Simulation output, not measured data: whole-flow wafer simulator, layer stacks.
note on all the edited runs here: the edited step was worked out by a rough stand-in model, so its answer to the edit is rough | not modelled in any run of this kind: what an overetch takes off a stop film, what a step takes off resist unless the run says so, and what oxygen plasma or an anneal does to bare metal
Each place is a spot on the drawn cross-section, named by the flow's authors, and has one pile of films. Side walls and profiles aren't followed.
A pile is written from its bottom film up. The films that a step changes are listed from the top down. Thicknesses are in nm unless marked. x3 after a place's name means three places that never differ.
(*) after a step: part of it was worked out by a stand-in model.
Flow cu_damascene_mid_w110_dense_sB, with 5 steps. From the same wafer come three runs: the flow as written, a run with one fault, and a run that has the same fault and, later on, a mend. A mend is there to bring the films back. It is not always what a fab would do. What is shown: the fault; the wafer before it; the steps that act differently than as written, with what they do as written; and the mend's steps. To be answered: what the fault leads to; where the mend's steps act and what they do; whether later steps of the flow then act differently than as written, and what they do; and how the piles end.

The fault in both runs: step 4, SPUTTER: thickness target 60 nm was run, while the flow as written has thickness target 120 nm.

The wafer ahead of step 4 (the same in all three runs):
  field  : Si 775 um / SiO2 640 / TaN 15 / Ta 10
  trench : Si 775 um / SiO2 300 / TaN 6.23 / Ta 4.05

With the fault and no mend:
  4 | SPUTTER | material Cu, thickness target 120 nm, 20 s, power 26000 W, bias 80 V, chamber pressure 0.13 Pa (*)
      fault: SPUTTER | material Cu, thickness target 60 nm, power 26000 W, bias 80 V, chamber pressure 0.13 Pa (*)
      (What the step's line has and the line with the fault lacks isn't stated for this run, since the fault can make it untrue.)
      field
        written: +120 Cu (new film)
        fault: +60 Cu (new film)
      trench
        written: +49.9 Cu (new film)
        fault: +25 Cu (new film)
  Later steps of the flow acting differently than as written:
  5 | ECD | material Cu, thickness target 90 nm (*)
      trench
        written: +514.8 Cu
        fault: +479.8 Cu
  At field, trench, the piles at the end differ from the flow's by more than 2% or 0.5 nm, whichever is larger.
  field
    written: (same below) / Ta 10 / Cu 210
    fault: (same below) / Ta 10 / Cu 150
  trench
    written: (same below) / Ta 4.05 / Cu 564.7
    fault: (same below) / Ta 4.05 / Cu 504.7

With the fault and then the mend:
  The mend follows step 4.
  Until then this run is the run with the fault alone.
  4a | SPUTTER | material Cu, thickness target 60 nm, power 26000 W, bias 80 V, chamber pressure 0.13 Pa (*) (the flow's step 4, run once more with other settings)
      field
        +60 Cu
      trench
        +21 Cu
  Later steps of the flow that are run all act as written at every place that is followed, up to a difference of at most 2% or 0.5 nm, whichever is larger.
  The piles end the same as the flow's at every place that both follow.
